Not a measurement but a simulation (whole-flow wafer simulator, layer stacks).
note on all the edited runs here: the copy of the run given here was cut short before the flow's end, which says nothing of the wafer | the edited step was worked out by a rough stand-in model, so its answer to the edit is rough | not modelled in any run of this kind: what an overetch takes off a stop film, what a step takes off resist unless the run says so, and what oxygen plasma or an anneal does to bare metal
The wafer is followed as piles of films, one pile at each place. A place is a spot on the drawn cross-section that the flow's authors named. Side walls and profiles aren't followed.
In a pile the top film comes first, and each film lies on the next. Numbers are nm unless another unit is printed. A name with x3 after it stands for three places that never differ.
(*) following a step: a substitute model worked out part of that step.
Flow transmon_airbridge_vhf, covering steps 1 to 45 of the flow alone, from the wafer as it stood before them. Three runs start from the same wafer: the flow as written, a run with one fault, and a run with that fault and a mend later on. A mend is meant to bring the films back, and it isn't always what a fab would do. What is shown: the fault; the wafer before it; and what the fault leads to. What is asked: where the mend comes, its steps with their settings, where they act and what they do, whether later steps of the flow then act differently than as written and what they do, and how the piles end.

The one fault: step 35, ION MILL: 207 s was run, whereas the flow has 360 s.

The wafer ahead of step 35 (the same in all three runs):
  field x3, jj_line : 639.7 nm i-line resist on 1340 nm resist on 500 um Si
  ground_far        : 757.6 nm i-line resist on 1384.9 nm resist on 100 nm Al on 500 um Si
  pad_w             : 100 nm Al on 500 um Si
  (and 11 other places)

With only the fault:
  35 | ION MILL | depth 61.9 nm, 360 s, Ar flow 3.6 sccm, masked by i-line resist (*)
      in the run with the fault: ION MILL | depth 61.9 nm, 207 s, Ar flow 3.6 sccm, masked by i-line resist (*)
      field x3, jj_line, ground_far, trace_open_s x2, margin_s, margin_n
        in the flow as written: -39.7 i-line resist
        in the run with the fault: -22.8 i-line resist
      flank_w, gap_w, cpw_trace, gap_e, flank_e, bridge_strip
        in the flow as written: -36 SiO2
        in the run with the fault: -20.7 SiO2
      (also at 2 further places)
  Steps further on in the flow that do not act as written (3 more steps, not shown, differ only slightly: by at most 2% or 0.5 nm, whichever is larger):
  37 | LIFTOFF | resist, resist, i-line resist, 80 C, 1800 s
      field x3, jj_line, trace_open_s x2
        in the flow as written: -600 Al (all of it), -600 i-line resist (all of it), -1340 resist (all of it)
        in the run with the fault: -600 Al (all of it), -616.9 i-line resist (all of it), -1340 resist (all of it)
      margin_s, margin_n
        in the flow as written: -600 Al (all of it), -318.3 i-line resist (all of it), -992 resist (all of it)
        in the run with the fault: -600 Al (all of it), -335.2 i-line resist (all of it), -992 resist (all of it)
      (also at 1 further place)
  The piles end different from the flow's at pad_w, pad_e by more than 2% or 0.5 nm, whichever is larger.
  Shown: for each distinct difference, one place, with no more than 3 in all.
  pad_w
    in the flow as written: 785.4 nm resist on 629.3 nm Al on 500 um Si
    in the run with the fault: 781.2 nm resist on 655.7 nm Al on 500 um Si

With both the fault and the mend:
  The mend follows step 35.
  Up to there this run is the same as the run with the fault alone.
  35a | ION MILL | depth 61.9 nm, 153 s, Ar flow 3.6 sccm, masked by i-line resist (*) (a further turn of the flow's step 35, with different settings)
      field x3, jj_line, ground_far, trace_open_s x2, margin_s, margin_n
        -16.9 i-line resist
      flank_w, gap_w, cpw_trace, gap_e, flank_e, bridge_strip
        -15.3 SiO2
      pad_w, pad_e
        -26.3 Al
  Later steps of the flow that are run all act as written at every place that is followed.
  At every place that both follow, the piles at the end match the flow's.
